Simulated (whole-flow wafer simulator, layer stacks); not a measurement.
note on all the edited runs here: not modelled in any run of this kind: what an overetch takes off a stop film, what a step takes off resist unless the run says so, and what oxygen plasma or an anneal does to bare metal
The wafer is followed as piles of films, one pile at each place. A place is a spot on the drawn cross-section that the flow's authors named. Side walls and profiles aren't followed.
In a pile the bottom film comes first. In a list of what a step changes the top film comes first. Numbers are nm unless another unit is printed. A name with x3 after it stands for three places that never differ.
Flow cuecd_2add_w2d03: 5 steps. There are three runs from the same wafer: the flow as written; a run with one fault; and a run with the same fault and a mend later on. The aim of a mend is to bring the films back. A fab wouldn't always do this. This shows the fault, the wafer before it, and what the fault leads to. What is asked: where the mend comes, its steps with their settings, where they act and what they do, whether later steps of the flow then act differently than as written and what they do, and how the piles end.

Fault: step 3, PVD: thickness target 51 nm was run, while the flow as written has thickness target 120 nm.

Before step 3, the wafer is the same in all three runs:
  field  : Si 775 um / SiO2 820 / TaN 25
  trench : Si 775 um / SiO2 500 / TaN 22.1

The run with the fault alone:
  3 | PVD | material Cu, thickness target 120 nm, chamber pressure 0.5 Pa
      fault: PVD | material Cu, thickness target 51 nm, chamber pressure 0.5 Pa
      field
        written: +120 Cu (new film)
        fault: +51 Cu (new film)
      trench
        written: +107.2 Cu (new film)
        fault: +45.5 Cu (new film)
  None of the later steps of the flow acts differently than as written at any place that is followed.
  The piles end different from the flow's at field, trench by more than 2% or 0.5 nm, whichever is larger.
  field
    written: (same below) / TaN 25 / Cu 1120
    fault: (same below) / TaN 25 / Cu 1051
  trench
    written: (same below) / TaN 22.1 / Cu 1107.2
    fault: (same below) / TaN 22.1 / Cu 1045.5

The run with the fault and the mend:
  The mend follows step 3.
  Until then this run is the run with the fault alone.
  3a | PVD | material Cu, thickness target 69 nm, chamber pressure 0.5 Pa (the flow's step 3 again, with other settings)
      field
        +69 Cu
      trench
        +61.2 Cu
  None of the later steps of the flow acts differently than as written at any place that is followed.
  At the end the piles are close to the flow's at the places that both follow, differing by at most 2% or 0.5 nm, whichever is larger.
